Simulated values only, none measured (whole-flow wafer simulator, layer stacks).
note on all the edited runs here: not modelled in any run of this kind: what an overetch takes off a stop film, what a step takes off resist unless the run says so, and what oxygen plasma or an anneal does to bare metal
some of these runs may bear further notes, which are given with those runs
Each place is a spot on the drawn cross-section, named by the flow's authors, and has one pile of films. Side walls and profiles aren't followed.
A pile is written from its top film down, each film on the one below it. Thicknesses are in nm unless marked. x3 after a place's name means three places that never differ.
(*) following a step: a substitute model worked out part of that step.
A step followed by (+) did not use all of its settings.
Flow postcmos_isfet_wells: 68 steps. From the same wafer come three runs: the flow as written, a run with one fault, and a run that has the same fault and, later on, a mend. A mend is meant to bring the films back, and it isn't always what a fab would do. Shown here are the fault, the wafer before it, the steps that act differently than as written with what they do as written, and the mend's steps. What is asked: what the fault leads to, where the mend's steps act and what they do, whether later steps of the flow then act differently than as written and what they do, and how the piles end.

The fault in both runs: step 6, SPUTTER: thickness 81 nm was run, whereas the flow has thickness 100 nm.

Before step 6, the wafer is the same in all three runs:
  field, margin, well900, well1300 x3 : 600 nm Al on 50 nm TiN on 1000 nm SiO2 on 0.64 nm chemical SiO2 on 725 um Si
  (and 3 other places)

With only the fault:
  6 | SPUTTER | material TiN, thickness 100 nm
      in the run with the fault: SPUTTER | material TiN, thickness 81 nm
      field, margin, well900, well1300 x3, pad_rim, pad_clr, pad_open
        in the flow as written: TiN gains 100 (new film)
        in the run with the fault: TiN gains 81 (new film)
  Steps further on in the flow that do not act as written:
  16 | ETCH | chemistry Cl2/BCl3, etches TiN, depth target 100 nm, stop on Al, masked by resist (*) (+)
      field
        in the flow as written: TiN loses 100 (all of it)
        in the run with the fault: TiN loses 81 (all of it)
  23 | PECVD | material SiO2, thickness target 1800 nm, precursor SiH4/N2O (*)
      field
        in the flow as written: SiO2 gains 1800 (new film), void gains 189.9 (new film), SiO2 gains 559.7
        in the run with the fault: SiO2 gains 1800 (new film), void gains 175.6 (new film), SiO2 gains 555
  The piles end different from the flow's at field, margin, well900, well1300 x3, pad_rim, pad_clr, pad_open by more than 2% or 0.5 nm, whichever is larger.
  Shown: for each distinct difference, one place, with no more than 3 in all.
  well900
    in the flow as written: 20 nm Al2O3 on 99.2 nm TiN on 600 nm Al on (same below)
    in the run with the fault: 20 nm Al2O3 on 80.2 nm TiN on 600 nm Al on (same below)
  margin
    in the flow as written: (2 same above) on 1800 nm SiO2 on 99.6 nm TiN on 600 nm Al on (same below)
    in the run with the fault: (2 same above) on 1800 nm SiO2 on 80.6 nm TiN on 600 nm Al on (same below)
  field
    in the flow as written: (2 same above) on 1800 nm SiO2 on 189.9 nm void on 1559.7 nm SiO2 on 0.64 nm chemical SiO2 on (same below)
    in the run with the fault: (2 same above) on 1800 nm SiO2 on 175.6 nm void on 1555 nm SiO2 on 0.64 nm chemical SiO2 on (same below)

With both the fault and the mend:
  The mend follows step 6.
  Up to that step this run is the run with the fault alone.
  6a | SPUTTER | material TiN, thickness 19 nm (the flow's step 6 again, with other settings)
      field, margin, well900, well1300 x3, pad_rim, pad_clr, pad_open
        TiN gains 19
  Every later step of the flow that is run acts as written at every place that is followed.
  At every place that both follow, the piles at the end match the flow's.
